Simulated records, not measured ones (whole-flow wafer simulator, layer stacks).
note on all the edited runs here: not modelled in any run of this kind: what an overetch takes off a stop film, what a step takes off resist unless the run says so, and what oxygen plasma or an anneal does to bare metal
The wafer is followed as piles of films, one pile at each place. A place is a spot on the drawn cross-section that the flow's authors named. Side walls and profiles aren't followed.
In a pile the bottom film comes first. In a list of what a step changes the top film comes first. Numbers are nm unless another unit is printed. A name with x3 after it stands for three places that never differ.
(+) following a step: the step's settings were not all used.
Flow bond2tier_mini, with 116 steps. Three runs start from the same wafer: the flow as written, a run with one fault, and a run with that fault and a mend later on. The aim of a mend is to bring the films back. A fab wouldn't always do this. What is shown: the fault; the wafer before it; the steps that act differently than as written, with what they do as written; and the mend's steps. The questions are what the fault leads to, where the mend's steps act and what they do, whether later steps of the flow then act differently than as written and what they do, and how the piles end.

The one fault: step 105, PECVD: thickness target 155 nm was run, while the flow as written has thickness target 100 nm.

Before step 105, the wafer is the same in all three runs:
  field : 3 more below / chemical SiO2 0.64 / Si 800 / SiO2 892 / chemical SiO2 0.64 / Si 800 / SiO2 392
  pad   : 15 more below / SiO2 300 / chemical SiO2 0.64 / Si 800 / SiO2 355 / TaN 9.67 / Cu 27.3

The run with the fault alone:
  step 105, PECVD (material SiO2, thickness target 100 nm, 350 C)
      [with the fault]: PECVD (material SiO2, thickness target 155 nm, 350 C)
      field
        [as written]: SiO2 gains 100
        [with the fault]: SiO2 gains 155
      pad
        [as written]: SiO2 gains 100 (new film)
        [with the fault]: SiO2 gains 155 (new film)
  Steps later in the flow that act otherwise than as written:
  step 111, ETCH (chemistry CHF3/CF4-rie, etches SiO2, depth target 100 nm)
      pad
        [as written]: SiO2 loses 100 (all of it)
        [with the fault]: SiO2 loses 100
  The piles end different from the flow's at field, pad by more than 2% or 0.5 nm, whichever is larger.
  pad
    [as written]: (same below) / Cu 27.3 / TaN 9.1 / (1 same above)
    [with the fault]: (same below) / Cu 27.3 / SiO2 55 / TaN 9.1 / (1 same above)
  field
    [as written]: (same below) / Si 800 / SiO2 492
    [with the fault]: (same below) / Si 800 / SiO2 547

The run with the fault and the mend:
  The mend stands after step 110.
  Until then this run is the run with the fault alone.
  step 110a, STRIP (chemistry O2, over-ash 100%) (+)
      field
        KrF resist loses 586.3 (all of it)
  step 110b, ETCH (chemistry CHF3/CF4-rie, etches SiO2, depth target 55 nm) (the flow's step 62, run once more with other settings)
      field, pad
        SiO2 loses 55
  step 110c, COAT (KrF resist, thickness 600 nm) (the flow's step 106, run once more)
      field, pad
        KrF resist gains 600 (new film)
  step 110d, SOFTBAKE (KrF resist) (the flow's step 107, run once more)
      alters no film at any place that is followed
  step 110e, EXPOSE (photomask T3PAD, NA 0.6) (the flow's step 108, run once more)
      alters no film at any place that is followed
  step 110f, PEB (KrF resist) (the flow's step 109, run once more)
      alters no film at any place that is followed
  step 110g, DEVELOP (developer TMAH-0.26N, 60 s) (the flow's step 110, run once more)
      field
        KrF resist loses 13.7
      pad
        KrF resist loses 600 (all of it)
  Every later step of the flow that is run acts as written at every place that is followed.
  The piles end the same as the flow's at every place that both follow.
